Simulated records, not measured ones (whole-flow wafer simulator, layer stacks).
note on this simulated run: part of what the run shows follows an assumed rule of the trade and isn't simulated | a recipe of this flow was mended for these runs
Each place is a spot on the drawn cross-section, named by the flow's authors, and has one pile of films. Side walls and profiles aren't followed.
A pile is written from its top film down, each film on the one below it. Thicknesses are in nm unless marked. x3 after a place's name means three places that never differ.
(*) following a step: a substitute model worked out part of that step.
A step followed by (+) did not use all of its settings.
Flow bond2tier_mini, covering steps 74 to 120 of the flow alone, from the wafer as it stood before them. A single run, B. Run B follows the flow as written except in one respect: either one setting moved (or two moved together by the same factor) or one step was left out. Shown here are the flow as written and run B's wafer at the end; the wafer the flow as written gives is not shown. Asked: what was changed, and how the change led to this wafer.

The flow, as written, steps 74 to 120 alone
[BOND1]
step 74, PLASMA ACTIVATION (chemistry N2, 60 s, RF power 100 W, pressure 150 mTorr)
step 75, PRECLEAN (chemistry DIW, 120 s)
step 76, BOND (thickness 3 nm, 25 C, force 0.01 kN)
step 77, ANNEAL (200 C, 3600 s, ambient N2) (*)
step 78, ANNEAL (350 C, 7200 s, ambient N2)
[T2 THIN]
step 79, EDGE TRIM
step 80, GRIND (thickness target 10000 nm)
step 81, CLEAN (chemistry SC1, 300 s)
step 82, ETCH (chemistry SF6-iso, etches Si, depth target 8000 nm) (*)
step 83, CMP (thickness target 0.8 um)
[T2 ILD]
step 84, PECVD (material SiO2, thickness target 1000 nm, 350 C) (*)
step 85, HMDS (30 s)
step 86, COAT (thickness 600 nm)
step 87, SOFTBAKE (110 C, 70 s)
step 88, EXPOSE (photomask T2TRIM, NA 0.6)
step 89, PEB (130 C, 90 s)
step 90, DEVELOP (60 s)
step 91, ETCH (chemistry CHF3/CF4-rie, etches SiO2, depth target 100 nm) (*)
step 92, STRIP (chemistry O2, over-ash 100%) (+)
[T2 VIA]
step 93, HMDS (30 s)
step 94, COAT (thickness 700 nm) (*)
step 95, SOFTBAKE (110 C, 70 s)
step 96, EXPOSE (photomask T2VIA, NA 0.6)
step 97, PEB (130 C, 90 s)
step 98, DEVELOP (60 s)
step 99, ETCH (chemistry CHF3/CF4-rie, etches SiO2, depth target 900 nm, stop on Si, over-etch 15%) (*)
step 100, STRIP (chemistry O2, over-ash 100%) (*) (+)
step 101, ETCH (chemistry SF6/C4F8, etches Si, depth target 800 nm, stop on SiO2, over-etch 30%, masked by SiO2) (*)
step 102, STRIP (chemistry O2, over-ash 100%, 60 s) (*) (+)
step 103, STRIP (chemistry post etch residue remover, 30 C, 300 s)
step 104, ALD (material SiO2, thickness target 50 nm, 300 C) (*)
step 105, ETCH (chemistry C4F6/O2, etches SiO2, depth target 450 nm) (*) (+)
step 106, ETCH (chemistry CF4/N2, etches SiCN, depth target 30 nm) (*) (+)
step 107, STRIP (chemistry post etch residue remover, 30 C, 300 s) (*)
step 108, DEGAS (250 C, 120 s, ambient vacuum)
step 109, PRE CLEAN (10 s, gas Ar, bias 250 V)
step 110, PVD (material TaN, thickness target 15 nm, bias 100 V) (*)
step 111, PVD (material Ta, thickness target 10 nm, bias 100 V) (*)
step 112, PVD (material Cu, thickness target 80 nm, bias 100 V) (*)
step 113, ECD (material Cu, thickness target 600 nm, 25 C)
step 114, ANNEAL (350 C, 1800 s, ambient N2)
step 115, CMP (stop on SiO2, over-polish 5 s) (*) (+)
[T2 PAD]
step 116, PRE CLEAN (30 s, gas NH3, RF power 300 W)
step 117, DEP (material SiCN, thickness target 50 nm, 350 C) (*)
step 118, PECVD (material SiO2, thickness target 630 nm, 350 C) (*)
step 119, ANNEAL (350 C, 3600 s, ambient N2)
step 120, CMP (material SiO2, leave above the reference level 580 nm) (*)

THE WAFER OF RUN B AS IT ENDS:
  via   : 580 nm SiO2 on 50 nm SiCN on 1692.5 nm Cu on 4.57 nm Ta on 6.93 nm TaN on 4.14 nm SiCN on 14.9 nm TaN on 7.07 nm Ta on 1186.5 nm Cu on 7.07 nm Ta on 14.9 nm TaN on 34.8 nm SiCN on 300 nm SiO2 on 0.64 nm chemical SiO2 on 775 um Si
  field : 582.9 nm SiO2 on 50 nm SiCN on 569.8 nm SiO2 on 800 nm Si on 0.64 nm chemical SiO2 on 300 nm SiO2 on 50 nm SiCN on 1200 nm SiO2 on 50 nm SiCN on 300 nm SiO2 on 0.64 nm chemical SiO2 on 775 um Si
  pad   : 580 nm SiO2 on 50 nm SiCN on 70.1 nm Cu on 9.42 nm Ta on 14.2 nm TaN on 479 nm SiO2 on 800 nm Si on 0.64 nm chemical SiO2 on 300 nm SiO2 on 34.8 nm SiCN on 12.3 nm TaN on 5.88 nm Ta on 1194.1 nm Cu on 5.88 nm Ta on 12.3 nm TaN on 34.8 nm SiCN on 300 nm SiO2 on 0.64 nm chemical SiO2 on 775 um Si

The reason: step 106, ETCH: depth target 11.6 nm was run, whereas the flow has depth target 30 nm.

Step by step, how the change led to this:
  step 106, ETCH (chemistry CF4/N2, etches SiCN, depth target 30 nm) (*) (+)
      via: SiCN loses 11.6 (it would be, as written: SiCN loses 17.6 (all of it), TaN loses 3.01)
      field, pad: SiO2 loses 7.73 (it would be, as written: SiO2 loses 20)
  step 109, PRE CLEAN (10 s, gas Ar, bias 250 V)
      via: SiCN loses 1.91 (it would be, as written: TaN loses 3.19)
  step 110, PVD (material TaN, thickness target 15 nm, bias 100 V) (*)
      via: TaN gains 6.93 (new film) (it would be, as written: TaN gains 6.94)
If metal films that touch count as one body, via has 2 bodies (between them, from the top down: SiCN 4.14); the flow as written gives 1 body.
